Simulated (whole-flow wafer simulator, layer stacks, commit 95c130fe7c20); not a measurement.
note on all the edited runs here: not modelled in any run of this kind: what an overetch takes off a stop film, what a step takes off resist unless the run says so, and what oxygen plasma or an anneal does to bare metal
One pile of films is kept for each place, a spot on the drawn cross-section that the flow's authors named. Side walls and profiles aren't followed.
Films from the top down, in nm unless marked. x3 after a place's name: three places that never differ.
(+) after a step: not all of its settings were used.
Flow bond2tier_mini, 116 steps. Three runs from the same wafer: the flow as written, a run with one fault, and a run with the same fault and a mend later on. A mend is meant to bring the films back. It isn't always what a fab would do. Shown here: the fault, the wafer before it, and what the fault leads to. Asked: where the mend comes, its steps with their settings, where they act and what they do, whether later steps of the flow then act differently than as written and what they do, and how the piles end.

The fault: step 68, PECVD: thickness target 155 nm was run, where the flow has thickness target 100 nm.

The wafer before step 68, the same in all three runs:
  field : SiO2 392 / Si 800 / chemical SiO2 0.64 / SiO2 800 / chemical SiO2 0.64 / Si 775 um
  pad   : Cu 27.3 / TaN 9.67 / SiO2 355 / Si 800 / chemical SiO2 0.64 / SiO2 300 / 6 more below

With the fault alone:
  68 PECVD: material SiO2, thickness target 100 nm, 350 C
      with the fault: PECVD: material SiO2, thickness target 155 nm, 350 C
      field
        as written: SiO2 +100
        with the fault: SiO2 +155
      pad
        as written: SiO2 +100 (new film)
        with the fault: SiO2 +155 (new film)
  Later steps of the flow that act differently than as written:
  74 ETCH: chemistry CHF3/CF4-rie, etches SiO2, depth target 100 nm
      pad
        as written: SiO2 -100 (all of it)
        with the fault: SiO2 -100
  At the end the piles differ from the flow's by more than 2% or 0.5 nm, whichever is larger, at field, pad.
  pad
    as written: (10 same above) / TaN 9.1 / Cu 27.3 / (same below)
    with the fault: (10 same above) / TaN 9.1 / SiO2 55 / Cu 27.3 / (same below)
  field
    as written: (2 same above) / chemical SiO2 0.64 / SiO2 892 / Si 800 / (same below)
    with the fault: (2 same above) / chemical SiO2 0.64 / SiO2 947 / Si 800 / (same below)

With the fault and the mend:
  The mend comes after step 73.
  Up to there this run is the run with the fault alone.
  74 ETCH: chemistry CHF3/CF4-rie, etches SiO2, depth target 155 nm (the flow's step 74, which as written has depth target 100 nm)
      field
        KrF resist -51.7
      pad
        SiO2 -155 (all of it)
  Later steps of the flow that act differently than as written (1 more step differs only slightly, by at most 2% or 0.5 nm, whichever is larger, and isn't shown):
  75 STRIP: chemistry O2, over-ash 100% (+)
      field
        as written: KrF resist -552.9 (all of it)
        with the mend: KrF resist -534.6 (all of it)
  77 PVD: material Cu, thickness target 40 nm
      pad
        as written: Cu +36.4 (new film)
        with the mend: Cu +34.6 (new film)
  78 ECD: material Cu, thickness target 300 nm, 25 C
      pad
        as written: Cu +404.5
        with the mend: Cu +461.8
  At the end the piles differ from the flow's by more than 2% or 0.5 nm, whichever is larger, at field, pad.
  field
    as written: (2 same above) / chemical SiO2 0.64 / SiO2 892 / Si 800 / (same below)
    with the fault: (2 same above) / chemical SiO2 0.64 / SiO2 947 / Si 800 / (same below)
    with the mend: (2 same above) / chemical SiO2 0.64 / SiO2 947 / Si 800 / (same below)
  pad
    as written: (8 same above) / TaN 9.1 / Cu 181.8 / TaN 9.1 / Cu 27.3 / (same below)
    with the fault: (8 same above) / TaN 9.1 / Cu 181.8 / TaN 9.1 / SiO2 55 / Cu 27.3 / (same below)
    with the mend: (8 same above) / TaN 9.1 / Cu 237.3 / TaN 8.64 / Cu 27.3 / (same below)
